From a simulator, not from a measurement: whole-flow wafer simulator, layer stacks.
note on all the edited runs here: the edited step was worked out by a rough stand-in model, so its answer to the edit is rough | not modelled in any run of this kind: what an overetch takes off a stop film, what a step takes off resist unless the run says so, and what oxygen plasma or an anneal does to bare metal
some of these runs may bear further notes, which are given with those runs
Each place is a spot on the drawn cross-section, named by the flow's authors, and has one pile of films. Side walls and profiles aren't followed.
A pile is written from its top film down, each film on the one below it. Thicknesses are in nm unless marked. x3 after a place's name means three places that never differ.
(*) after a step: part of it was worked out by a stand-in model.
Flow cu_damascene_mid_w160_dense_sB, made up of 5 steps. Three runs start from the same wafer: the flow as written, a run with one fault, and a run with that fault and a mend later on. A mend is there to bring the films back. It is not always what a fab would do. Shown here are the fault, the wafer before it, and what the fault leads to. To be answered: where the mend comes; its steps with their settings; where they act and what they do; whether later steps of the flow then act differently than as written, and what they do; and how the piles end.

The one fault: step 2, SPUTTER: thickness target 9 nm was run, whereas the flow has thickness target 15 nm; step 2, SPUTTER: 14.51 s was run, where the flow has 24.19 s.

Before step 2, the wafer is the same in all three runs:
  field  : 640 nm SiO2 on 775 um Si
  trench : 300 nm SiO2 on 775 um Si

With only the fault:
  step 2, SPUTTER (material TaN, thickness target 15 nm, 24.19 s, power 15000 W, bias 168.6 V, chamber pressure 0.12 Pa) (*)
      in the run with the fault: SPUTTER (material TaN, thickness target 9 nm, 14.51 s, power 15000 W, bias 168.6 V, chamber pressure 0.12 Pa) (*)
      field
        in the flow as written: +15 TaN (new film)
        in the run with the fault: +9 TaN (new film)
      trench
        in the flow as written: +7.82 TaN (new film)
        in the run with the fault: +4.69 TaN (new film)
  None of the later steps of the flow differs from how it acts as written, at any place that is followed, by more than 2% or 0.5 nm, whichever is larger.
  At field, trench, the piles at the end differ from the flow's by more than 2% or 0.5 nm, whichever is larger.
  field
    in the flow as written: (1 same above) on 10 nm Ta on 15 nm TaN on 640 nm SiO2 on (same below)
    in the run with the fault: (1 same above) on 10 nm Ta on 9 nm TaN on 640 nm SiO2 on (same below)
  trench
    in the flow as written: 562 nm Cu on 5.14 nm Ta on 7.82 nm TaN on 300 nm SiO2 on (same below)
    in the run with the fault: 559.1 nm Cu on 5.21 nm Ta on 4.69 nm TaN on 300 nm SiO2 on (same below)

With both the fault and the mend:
  After step 2 comes the mend.
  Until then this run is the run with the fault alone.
  step 2a, SPUTTER (material TaN, thickness target 6 nm, 9.676 s, power 15000 W, bias 168.6 V, chamber pressure 0.12 Pa) (*) (the flow's step 2 again, with other settings)
      field
        +6 TaN
      trench
        +3.06 TaN
  None of the later steps of the flow differs from how it acts as written, at any place that is followed, by more than 2% or 0.5 nm, whichever is larger.
  The piles end only slightly different from the flow's at the places that both follow, by no more than 2% or 0.5 nm, whichever is larger.
